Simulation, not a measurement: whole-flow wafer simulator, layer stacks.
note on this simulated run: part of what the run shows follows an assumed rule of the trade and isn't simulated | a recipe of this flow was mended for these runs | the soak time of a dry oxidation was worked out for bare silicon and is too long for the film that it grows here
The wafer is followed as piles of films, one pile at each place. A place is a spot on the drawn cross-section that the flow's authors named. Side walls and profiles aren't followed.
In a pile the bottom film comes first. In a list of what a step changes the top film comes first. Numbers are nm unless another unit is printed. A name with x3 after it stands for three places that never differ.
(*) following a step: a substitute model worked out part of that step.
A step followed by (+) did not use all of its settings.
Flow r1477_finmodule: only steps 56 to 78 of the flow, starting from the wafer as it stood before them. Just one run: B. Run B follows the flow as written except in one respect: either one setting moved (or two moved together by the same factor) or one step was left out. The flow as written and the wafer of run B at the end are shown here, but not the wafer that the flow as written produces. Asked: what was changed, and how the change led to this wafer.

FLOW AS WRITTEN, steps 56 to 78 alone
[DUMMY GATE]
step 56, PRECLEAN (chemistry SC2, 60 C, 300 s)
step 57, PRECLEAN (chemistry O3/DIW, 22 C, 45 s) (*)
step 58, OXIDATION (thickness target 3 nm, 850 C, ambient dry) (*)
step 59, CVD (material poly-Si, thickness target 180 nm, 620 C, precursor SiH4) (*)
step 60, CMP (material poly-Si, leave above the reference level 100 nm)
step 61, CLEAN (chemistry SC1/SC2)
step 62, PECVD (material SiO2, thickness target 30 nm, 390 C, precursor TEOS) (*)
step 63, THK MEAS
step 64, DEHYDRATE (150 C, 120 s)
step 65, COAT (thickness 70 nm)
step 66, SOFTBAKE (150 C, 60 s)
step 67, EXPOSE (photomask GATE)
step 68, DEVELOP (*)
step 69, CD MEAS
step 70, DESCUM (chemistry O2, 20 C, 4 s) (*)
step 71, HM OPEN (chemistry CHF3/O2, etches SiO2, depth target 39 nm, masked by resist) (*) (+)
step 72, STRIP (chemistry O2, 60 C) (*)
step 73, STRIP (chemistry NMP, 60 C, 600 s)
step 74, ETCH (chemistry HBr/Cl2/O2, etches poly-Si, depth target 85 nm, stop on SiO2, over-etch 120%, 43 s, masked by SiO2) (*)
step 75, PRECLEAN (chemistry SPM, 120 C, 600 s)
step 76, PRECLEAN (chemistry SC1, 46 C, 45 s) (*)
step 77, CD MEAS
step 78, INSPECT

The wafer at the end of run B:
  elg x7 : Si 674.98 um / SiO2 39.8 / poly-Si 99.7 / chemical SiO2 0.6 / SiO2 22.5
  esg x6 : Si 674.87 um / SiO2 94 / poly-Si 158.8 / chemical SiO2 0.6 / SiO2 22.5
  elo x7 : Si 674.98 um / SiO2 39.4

The reason: step 58, OXIDATION: 1105 C was run, though the flow has 850 C.

The path from the change to this, step by step:
  step 58, OXIDATION (thickness target 3 nm, 850 C, ambient dry) (*)
      elg x7, elo x7: SiO2 gains 39.8 (new film), chemical SiO2 loses 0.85 (all of it), Si loses 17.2 (as written it would have been: SiO2 gains 3 (new film), chemical SiO2 loses 0.85 (all of it), Si loses 0.95)
      esg x6, e200sg, eso x3, e200so, s40so x3: SiO2 gains 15, chemical SiO2 loses 0.48 (all of it), Si loses 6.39 (as written it would have been: SiO2 gains 1.01, chemical SiO2 loses 0.48 (all of it), Si loses 0.23)
      (also at 8 further places)
  step 59, CVD (material poly-Si, thickness target 180 nm, 620 C, precursor SiH4) (*)
      esg x6, s40cg x3, eso x3, s40co x3, s40so x3: poly-Si gains 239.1 (new film) (as written it would have been: poly-Si gains 226.3 (new film))
      e200sg, e200so: poly-Si gains 239.1 (new film) (as written it would have been: poly-Si gains 219.2 (new film))
  step 60, CMP (material poly-Si, leave above the reference level 100 nm)
      pad, padg: poly-Si loses 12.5 (as written it would have been: poly-Si loses 24.8)
      e200sg, e200so: poly-Si loses 80 (as written it would have been: poly-Si loses 72.9)
  step 74, ETCH (chemistry HBr/Cl2/O2, etches poly-Si, depth target 85 nm, stop on SiO2, over-etch 120%, 43 s, masked by SiO2) (*)
      eso x3, e200so, s40so x3: chemical SiO2 loses 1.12 (all of it), poly-Si loses 156.7 (all of it), SiO2 loses 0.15 (as written it would have been: chemical SiO2 loses 1.12 (all of it), poly-Si loses 143.9 (all of it), SiO2 loses 0.22)
      s40co x3: chemical SiO2 loses 1.12 (all of it), poly-Si loses 156.6 (all of it), SiO2 loses 0.15 (as written it would have been: chemical SiO2 loses 1.12 (all of it), poly-Si loses 143.9 (all of it), SiO2 loses 0.22)
      (also at 1 further place)
